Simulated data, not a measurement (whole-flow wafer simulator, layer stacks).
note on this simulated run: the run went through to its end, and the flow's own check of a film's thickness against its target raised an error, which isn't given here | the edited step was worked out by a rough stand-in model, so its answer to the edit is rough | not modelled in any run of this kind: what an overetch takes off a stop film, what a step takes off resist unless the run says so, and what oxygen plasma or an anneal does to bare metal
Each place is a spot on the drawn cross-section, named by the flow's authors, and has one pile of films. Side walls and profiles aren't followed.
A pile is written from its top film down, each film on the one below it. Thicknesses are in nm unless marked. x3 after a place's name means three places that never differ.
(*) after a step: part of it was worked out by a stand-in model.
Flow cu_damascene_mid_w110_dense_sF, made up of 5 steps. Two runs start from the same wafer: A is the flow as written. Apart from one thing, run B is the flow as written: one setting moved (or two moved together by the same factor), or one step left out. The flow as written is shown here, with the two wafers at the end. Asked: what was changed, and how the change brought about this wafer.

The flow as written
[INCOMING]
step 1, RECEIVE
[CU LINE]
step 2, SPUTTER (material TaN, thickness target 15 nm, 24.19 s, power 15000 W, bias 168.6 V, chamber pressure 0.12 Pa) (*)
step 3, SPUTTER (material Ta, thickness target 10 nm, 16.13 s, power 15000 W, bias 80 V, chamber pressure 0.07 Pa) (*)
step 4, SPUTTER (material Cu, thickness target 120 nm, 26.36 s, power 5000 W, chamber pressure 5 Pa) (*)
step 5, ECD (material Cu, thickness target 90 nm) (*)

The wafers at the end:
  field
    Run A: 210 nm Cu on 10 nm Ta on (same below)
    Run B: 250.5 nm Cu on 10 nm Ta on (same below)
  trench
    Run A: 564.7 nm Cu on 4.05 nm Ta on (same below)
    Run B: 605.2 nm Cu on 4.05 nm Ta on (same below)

The reason: step 5, ECD: thickness target 130.5 nm was run, while the flow as written has thickness target 90 nm.

Step by step, how the change led to this:
  step 5, ECD (material Cu, thickness target 90 nm) (*)
      field: A +90 Cu | B +130.5 Cu
      trench: A +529 Cu | B +569.5 Cu
